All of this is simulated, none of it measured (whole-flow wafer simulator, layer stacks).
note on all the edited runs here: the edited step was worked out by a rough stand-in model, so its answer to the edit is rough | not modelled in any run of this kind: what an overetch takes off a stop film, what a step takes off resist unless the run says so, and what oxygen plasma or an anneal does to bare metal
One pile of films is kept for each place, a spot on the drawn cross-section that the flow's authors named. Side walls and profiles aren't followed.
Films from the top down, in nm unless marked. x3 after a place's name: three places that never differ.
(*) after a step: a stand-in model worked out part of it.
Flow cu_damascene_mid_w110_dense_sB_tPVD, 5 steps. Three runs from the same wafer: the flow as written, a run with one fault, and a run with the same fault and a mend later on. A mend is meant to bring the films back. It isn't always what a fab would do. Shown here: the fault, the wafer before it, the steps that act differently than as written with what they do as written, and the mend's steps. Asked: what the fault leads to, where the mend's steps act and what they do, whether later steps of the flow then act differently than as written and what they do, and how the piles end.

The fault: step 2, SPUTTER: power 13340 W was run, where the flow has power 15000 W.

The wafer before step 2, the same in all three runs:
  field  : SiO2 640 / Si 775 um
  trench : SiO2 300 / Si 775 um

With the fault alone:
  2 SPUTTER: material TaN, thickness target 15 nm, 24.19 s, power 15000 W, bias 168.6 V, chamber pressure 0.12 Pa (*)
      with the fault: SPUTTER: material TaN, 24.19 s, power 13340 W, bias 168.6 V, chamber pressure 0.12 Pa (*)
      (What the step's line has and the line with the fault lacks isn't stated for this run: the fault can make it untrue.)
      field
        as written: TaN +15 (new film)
        with the fault: TaN +13.3 (new film)
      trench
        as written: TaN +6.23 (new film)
        with the fault: TaN +5.54 (new film)
  No later step of the flow acts differently than as written, at any place that is followed, by more than 2% or 0.5 nm, whichever is larger.
  At the end the piles differ from the flow's by more than 2% or 0.5 nm, whichever is larger, at field, trench.
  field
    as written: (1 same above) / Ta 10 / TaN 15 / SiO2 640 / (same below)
    with the fault: (1 same above) / Ta 10 / TaN 13.3 / SiO2 640 / (same below)
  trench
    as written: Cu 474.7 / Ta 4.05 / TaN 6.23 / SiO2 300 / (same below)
    with the fault: Cu 473.7 / Ta 4.07 / TaN 5.54 / SiO2 300 / (same below)

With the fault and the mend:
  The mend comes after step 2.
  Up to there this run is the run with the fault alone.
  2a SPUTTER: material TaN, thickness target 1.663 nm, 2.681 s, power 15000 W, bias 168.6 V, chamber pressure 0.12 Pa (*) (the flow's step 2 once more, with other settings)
      field
        TaN +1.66
      trench
        TaN +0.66
  No later step of the flow acts differently than as written, at any place that is followed, by more than 2% or 0.5 nm, whichever is larger.
  At the end the piles differ from the flow's only slightly at the places that both follow, by at most 2% or 0.5 nm, whichever is larger.
